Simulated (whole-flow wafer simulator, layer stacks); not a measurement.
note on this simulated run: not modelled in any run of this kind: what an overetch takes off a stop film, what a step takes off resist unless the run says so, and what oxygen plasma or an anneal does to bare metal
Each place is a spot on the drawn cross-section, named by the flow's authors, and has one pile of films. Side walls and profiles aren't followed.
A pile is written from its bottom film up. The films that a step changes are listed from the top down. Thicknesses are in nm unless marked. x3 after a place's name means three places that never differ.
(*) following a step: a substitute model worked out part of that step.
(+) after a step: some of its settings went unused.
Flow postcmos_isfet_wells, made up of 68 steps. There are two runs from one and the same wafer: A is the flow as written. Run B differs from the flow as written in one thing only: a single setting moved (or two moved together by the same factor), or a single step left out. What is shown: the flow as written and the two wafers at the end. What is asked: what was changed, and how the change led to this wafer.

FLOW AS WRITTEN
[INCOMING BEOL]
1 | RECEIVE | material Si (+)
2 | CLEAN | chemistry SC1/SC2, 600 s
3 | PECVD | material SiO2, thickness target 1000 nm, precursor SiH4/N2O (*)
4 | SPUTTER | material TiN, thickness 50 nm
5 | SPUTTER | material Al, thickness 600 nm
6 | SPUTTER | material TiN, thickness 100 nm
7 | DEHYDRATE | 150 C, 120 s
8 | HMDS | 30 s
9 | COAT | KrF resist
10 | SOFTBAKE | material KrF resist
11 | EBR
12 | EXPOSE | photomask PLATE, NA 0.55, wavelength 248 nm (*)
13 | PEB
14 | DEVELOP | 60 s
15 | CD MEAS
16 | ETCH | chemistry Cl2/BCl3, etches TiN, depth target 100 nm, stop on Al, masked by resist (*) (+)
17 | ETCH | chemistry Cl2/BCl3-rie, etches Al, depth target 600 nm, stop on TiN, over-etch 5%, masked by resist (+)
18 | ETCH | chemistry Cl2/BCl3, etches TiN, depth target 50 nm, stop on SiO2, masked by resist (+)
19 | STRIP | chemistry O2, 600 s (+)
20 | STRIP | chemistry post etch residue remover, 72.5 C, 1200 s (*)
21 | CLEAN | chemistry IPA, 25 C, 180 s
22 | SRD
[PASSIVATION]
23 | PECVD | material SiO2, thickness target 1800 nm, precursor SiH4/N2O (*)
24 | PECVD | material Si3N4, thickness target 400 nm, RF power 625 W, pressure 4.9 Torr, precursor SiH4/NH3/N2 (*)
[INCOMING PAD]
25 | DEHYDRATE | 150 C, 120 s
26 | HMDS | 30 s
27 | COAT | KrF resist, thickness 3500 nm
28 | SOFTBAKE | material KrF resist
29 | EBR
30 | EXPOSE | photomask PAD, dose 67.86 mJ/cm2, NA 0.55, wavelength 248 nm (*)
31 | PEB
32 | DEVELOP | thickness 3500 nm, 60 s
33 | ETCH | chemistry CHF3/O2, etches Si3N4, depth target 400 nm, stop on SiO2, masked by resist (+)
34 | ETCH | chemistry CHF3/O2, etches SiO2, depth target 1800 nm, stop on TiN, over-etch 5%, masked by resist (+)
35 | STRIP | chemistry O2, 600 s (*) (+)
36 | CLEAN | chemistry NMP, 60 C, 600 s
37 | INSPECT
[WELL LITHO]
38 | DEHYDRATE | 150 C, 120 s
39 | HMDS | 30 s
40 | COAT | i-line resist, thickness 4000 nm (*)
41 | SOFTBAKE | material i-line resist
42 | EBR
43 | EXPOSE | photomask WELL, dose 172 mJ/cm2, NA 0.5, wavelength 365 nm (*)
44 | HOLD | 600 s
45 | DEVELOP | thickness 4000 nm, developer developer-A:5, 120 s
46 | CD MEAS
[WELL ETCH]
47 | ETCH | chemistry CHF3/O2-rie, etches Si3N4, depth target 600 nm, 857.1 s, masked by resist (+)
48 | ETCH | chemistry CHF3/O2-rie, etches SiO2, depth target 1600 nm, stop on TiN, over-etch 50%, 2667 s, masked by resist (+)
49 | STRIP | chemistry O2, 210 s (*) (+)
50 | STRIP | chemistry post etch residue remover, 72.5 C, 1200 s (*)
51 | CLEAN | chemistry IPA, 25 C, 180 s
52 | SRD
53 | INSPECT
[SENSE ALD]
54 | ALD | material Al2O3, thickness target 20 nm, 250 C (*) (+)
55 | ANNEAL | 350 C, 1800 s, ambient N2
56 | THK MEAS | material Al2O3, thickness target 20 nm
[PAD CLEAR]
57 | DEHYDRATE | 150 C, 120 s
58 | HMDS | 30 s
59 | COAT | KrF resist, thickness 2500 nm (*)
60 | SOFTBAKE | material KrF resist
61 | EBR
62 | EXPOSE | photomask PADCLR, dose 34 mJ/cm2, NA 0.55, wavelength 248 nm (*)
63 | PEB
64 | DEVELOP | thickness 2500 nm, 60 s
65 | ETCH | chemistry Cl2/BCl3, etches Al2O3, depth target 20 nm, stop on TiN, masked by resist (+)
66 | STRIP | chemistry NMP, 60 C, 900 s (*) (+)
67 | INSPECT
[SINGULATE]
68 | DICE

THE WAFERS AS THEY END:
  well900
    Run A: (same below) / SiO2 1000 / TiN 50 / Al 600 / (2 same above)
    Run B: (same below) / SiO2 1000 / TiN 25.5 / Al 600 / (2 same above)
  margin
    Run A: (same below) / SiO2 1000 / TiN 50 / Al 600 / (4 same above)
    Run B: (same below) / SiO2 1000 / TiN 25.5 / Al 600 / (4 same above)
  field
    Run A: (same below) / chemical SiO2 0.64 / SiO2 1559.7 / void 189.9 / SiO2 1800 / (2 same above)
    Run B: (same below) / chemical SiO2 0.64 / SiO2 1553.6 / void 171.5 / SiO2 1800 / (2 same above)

Cause: step 4, SPUTTER: thickness 25.5 nm was run, whereas the flow has thickness 50 nm.
The wafer itself shows it: well900 has TiN 25.5, and step 4 as written asks for 50 nm.

How this came from the change, step by step:
  4 | SPUTTER | material TiN, thickness 50 nm
      field, margin, well900, well1300 x3, pad_rim, pad_clr, pad_open: A +50 TiN (new film) | B +25.5 TiN (new film)
  18 | ETCH | chemistry Cl2/BCl3, etches TiN, depth target 50 nm, stop on SiO2, masked by resist (+)
      margin, well900, well1300 x3, pad_rim, pad_clr, pad_open: A -20 KrF resist | B -15.3 KrF resist
      field: A -50 TiN (all of it) | B -25.5 TiN (all of it)
  23 | PECVD | material SiO2, thickness target 1800 nm, precursor SiH4/N2O (*)
      field: A +1800 SiO2 (new film), +189.9 void (new film), +559.7 SiO2 | B +1800 SiO2 (new film), +171.5 void (new film), +553.6 SiO2
